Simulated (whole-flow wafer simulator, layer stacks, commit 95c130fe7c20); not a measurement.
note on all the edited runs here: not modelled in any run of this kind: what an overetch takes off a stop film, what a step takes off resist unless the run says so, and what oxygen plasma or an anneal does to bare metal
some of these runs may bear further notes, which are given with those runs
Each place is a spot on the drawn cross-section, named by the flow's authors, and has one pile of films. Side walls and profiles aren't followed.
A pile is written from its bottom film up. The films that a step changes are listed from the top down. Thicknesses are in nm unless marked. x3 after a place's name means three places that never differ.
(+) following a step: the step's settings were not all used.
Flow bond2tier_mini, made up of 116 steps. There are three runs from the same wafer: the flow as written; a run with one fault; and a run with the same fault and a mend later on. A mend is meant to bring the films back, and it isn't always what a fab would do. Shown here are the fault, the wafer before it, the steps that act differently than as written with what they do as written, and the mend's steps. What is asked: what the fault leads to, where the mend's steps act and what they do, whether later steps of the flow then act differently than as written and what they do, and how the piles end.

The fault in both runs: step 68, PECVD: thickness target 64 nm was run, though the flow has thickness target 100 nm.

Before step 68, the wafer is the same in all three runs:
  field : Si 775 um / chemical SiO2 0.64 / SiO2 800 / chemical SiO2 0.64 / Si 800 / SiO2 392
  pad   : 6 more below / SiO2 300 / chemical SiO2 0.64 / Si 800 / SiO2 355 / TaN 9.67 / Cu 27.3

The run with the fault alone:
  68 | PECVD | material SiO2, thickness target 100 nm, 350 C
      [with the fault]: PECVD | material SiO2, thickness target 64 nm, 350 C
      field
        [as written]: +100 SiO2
        [with the fault]: +64 SiO2
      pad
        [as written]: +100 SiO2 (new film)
        [with the fault]: +64 SiO2 (new film)
  Later steps of the flow acting differently than as written (2 more steps, not shown, differ only slightly: by at most 2% or 0.5 nm, whichever is larger):
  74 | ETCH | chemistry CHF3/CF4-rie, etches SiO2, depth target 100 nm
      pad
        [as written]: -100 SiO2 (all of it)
        [with the fault]: -64 SiO2 (all of it), -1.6 Cu
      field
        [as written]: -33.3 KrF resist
        [with the fault]: -32 KrF resist
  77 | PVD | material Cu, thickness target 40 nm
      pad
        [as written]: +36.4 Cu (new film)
        [with the fault]: +37.6 Cu (new film)
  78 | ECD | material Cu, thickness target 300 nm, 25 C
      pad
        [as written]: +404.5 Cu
        [with the fault]: +368.5 Cu
  The piles end different from the flow's at field, pad by more than 2% or 0.5 nm, whichever is larger.
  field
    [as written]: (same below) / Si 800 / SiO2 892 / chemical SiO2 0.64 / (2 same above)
    [with the fault]: (same below) / Si 800 / SiO2 856 / chemical SiO2 0.64 / (2 same above)
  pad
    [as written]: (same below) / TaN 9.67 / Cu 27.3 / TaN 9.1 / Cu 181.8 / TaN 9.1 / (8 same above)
    [with the fault]: (same below) / TaN 9.67 / Cu 25.7 / TaN 9.45 / Cu 147 / TaN 9.1 / (8 same above)

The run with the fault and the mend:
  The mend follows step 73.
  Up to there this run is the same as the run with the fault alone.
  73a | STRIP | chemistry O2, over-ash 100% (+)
      field
        -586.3 KrF resist (all of it)
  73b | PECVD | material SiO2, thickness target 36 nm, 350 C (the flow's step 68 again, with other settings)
      field, pad
        +36 SiO2
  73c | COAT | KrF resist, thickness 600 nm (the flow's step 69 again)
      field, pad
        +600 KrF resist (new film)
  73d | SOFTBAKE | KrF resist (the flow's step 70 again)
      does not change any film at any place that is followed
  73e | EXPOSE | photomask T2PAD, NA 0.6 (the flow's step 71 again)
      does not change any film at any place that is followed
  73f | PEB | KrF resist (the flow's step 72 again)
      does not change any film at any place that is followed
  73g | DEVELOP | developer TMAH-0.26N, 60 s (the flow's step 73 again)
      field
        -13.7 KrF resist
      pad
        -600 KrF resist (all of it)
  Later steps of the flow that are run all act as written at every place that is followed.
  At every place that both follow, the piles at the end match the flow's.
